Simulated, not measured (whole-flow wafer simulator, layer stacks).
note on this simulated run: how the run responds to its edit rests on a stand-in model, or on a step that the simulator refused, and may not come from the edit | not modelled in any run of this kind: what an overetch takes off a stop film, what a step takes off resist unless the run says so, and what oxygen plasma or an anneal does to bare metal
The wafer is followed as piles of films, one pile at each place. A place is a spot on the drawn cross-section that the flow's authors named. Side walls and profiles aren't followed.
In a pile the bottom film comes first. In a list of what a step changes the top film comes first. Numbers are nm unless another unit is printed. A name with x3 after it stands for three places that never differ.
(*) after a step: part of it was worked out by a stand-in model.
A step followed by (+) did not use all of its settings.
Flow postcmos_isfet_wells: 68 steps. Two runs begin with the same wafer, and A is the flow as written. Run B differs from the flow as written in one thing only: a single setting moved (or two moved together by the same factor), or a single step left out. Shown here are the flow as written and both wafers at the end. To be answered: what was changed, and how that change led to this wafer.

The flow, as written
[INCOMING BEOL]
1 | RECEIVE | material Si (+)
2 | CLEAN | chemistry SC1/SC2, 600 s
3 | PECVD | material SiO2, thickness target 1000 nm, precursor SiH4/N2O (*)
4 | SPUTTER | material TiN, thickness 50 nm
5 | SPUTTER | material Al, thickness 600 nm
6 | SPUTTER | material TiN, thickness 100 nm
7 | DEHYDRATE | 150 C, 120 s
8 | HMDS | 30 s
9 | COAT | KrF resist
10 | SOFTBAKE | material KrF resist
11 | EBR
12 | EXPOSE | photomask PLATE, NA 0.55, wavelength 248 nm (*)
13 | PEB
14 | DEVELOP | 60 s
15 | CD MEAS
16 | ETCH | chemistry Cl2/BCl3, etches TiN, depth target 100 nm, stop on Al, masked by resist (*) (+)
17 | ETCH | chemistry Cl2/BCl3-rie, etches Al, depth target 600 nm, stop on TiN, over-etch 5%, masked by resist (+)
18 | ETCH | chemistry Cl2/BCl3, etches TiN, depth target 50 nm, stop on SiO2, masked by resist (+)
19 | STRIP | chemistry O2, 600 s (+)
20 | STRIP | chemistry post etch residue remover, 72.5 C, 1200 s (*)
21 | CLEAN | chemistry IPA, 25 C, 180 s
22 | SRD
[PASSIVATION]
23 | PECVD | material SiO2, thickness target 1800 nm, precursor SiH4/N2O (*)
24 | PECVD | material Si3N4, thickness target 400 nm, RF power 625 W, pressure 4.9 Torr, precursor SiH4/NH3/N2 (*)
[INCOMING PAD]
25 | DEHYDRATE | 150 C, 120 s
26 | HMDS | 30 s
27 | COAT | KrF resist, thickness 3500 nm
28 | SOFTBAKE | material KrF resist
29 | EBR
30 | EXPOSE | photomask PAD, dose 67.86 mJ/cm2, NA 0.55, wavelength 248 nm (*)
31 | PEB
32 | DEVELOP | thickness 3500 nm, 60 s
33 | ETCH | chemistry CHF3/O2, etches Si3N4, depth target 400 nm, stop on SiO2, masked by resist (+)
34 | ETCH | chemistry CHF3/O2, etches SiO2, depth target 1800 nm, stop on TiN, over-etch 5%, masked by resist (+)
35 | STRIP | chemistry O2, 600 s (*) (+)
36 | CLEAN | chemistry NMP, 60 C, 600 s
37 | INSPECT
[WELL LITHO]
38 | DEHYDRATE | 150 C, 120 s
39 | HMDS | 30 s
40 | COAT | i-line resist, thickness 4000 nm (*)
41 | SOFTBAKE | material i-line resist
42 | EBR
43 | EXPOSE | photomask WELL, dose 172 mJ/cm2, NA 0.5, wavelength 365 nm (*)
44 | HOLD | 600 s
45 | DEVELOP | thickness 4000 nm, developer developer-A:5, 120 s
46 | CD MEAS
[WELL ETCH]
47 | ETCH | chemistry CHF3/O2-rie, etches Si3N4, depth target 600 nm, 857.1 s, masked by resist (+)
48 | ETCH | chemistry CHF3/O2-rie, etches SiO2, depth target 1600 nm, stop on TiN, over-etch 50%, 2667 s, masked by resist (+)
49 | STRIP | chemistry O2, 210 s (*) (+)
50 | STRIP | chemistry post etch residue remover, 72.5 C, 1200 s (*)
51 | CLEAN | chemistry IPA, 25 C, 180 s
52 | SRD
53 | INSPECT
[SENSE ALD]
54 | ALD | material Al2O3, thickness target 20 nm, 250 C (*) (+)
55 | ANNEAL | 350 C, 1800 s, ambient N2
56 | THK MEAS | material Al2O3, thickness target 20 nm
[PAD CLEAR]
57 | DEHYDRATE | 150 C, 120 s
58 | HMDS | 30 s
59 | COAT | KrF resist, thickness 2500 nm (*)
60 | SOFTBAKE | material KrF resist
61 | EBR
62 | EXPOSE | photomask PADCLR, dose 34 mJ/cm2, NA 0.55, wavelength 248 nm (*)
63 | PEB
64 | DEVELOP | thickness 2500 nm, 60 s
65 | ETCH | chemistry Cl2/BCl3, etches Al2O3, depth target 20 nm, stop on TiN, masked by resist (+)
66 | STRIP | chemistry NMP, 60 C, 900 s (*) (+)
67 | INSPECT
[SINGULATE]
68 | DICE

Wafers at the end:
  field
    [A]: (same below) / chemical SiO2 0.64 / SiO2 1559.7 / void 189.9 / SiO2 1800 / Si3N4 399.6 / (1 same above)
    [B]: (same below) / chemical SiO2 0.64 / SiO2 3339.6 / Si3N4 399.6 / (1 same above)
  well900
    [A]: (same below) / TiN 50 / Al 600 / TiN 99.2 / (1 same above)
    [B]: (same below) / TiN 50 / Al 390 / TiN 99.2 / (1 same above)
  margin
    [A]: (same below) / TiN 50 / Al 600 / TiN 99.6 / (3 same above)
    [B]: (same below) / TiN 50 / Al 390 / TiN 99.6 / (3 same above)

The reason: step 5, SPUTTER: thickness 390 nm was run, whereas the flow has thickness 600 nm.
One can read it off the wafer: well900 has Al 390, and step 5 as written asks for 600 nm.

The path from the change to this, step by step:
  5 | SPUTTER | material Al, thickness 600 nm
      field, margin, well900, well1300 x3, pad_rim, pad_clr, pad_open: A +600 Al (new film) | B +390 Al (new film)
  17 | ETCH | chemistry Cl2/BCl3-rie, etches Al, depth target 600 nm, stop on TiN, over-etch 5%, masked by resist (+)
      margin, well900, well1300 x3, pad_rim, pad_clr, pad_open: A -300 KrF resist | B -204.8 KrF resist
      field: A -600 Al (all of it) | B -390 Al (all of it)
  19 | STRIP | chemistry O2, 600 s (+)
      margin, well900, well1300 x3, pad_rim, pad_clr, pad_open: A -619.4 KrF resist (all of it) | B -714.6 KrF resist (all of it)
  23 | PECVD | material SiO2, thickness target 1800 nm, precursor SiH4/N2O (*)
      field: A +1800 SiO2 (new film), +189.9 void (new film), +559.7 SiO2 | B +2339.6 SiO2
